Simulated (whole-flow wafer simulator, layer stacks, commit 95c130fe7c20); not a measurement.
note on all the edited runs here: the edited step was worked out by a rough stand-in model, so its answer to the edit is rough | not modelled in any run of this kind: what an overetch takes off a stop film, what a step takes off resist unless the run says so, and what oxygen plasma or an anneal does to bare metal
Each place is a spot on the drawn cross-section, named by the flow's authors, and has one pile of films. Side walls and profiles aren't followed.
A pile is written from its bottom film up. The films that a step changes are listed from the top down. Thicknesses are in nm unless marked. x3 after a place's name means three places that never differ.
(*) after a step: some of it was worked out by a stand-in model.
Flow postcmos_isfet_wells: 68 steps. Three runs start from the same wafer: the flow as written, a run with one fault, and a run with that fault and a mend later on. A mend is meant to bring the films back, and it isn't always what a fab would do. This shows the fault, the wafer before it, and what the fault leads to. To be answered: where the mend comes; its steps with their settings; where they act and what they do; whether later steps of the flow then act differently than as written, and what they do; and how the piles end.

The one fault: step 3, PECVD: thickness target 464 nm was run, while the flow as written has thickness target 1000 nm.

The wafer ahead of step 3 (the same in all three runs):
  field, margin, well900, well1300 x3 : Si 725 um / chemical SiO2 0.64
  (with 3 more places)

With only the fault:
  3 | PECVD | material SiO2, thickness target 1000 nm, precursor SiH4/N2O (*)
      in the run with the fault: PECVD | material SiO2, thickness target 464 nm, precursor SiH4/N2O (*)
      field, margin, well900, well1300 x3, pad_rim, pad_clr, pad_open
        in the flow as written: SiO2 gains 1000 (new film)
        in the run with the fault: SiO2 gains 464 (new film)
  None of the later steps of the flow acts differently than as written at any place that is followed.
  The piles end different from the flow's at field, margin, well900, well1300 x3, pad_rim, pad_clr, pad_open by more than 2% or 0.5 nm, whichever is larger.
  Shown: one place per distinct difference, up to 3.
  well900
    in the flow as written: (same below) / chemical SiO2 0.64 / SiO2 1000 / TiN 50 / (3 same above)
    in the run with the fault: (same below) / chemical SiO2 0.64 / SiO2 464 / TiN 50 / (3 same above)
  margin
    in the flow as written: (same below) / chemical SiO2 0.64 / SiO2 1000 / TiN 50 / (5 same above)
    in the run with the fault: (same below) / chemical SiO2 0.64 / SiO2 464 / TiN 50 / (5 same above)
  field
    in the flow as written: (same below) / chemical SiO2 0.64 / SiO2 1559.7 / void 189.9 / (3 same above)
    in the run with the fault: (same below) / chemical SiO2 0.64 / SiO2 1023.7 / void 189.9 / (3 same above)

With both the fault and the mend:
  After step 3 comes the mend.
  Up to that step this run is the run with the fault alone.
  3a | PECVD | material SiO2, thickness target 536 nm, precursor SiH4/N2O (*) (a further turn of the flow's step 3, with different settings)
      field, margin, well900, well1300 x3, pad_rim, pad_clr, pad_open
        SiO2 gains 536
  None of the later steps of the flow acts differently than as written at any place that is followed.
  By the end, the piles equal the flow's at every place that both follow.
